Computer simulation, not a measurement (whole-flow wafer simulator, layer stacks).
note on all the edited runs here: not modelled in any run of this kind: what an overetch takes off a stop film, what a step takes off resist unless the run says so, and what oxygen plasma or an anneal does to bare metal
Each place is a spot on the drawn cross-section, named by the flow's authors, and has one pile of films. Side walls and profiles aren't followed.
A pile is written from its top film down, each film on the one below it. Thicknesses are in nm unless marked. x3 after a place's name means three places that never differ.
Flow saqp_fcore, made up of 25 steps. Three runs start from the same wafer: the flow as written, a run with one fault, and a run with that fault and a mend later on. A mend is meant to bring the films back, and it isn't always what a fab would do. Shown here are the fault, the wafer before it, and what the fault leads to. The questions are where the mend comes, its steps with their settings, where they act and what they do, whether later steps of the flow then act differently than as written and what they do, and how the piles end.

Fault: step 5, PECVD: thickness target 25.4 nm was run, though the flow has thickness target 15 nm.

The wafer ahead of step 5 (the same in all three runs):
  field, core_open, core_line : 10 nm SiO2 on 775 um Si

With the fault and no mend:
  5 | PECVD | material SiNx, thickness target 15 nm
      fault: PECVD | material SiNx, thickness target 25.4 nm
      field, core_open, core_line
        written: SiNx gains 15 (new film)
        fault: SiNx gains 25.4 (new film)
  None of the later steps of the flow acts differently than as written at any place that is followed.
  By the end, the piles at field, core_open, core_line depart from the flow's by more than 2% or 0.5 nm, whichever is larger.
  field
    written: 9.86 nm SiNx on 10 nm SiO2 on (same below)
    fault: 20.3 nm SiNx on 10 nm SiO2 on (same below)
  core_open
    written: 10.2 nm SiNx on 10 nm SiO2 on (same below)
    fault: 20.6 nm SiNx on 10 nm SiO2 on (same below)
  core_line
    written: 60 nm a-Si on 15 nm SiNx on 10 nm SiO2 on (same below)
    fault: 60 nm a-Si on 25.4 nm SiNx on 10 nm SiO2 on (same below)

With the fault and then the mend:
  The mend stands after step 5.
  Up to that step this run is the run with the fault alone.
  5a | ETCH | chemistry h3po4, depth target 29.21 nm
      field, core_open, core_line
        SiNx loses 25.4 (all of it)
  5b | PECVD | material SiNx, thickness target 15 nm (a further turn of the flow's step 5)
      field, core_open, core_line
        SiNx gains 15 (new film)
  None of the later steps of the flow acts differently than as written at any place that is followed.
  The piles end the same as the flow's at every place that both follow.
